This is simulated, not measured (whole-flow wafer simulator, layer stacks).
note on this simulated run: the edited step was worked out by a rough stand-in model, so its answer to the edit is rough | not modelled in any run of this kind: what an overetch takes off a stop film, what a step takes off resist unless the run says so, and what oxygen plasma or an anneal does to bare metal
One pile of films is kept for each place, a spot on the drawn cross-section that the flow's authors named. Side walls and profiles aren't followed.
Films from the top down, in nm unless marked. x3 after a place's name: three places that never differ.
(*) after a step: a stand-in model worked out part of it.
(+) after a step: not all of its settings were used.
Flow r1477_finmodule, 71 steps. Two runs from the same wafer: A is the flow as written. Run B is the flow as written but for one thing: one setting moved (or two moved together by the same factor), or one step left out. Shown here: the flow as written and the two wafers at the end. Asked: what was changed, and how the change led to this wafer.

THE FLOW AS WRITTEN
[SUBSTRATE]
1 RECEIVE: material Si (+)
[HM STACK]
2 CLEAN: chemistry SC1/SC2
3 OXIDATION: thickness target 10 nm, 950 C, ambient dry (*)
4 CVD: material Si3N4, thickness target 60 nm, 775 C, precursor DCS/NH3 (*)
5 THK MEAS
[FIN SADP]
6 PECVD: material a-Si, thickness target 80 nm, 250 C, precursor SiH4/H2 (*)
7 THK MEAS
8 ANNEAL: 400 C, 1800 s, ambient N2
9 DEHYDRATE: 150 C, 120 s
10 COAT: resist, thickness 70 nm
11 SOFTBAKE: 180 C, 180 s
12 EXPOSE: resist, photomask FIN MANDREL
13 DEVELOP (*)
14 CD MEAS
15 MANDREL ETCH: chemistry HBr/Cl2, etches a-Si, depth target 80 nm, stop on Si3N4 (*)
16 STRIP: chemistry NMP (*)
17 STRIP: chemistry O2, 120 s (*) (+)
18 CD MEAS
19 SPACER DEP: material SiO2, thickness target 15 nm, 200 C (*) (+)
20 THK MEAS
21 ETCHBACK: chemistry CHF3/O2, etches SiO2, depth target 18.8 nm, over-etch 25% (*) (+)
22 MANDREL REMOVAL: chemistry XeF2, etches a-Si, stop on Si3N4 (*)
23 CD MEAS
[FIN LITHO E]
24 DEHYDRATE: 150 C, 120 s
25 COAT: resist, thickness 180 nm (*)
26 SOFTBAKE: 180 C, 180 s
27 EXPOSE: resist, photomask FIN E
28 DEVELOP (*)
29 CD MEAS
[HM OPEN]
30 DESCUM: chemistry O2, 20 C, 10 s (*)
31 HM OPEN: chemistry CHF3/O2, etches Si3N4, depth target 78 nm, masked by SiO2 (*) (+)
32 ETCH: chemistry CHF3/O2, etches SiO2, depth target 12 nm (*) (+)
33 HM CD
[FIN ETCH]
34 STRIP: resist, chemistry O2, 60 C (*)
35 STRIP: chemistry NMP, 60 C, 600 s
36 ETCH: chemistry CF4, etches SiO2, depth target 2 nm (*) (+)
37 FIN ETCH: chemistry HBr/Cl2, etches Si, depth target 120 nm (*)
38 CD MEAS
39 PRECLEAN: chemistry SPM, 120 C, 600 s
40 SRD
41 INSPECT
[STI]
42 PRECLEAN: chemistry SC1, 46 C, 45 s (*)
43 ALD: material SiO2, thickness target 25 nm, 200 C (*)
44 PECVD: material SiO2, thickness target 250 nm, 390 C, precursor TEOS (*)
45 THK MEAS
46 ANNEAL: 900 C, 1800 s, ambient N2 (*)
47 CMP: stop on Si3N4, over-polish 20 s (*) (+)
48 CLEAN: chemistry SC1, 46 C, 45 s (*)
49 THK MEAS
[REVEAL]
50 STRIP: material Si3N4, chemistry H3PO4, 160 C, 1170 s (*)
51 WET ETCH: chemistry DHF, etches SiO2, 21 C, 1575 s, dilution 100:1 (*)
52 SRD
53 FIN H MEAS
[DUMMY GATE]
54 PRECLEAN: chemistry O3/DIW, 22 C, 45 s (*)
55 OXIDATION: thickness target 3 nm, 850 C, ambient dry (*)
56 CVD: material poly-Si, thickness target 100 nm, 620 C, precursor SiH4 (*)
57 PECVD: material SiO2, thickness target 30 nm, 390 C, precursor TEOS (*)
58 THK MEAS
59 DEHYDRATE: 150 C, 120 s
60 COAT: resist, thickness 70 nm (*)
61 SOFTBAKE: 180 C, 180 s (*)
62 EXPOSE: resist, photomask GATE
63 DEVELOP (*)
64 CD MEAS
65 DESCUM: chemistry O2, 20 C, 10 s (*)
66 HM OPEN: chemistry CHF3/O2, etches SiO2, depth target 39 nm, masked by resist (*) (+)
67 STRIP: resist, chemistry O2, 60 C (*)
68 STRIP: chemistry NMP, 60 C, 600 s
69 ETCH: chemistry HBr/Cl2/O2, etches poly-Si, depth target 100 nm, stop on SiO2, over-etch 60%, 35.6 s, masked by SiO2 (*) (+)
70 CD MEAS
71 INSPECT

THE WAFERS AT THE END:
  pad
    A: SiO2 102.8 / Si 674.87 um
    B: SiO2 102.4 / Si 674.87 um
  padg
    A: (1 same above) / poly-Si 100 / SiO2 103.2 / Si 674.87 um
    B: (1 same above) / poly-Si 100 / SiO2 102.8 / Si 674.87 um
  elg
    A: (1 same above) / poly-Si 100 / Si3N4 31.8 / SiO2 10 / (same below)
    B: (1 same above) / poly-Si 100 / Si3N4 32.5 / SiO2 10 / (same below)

The cause: step 36, ETCH: depth target 1.392 nm was run, where the flow has depth target 2 nm.

How the change led to this, step by step:
  36 ETCH: chemistry CF4, etches SiO2, depth target 2 nm (*) (+)
      elg, e40lg, e100lg, e200lg, elo, e40lo, e100lo, e200lo: A Si3N4 -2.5 | B Si3N4 -1.74
      s40sg_line, s45sg_line, s50sg_line, s40so_line, s45so_line, s50so_line: A SiO2 -2 | B SiO2 -1.39
  51 WET ETCH: chemistry DHF, etches SiO2, 21 C, 1575 s, dilution 100:1 (*)
      elg, e40lg, e100lg, e200lg, elo, e40lo, e100lo, e200lo: A SiO2 -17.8 (all of it), Si3N4 -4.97 | B SiO2 -17.1 (all of it), Si3N4 -5.03
